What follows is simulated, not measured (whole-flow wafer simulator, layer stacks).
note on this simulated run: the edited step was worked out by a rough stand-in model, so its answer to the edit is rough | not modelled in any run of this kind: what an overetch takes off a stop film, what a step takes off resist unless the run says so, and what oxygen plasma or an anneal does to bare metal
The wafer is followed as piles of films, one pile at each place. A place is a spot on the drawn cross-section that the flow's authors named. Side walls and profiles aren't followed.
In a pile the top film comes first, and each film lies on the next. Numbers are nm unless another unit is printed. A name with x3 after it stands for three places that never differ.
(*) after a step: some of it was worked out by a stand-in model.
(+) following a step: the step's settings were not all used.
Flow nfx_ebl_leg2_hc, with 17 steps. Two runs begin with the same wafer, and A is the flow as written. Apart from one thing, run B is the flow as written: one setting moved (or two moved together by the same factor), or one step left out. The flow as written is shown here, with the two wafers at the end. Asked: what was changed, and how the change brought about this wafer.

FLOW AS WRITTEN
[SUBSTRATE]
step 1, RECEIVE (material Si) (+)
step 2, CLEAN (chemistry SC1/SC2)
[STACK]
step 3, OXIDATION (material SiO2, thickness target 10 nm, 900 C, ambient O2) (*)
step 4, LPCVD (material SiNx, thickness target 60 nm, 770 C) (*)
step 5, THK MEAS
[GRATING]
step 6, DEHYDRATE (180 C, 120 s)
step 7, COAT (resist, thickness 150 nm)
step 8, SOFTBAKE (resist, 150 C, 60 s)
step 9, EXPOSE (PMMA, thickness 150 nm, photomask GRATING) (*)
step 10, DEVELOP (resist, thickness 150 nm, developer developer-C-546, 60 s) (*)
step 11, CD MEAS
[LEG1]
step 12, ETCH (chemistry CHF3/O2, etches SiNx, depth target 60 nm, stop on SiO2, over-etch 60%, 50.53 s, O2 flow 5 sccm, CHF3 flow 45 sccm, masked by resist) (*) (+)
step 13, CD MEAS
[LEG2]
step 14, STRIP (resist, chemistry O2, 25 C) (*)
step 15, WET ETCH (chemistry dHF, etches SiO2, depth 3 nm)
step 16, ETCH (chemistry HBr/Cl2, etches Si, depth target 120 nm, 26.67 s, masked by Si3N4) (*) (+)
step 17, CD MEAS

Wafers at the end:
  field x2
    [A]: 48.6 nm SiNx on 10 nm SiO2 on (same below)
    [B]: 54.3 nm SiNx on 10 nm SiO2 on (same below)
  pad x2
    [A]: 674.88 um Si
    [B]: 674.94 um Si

Cause: step 16, ETCH: depth target 60 nm was run, while the flow as written has depth target 120 nm; step 16, ETCH: 13.33 s was run, where the flow has 26.67 s.

Step by step, how the change led to this:
  step 16, ETCH (chemistry HBr/Cl2, etches Si, depth target 120 nm, 26.67 s, masked by Si3N4) (*) (+)
      field x2: A SiNx loses 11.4 | B SiNx loses 5.71
      pad x2: A Si loses 120 | B Si loses 60
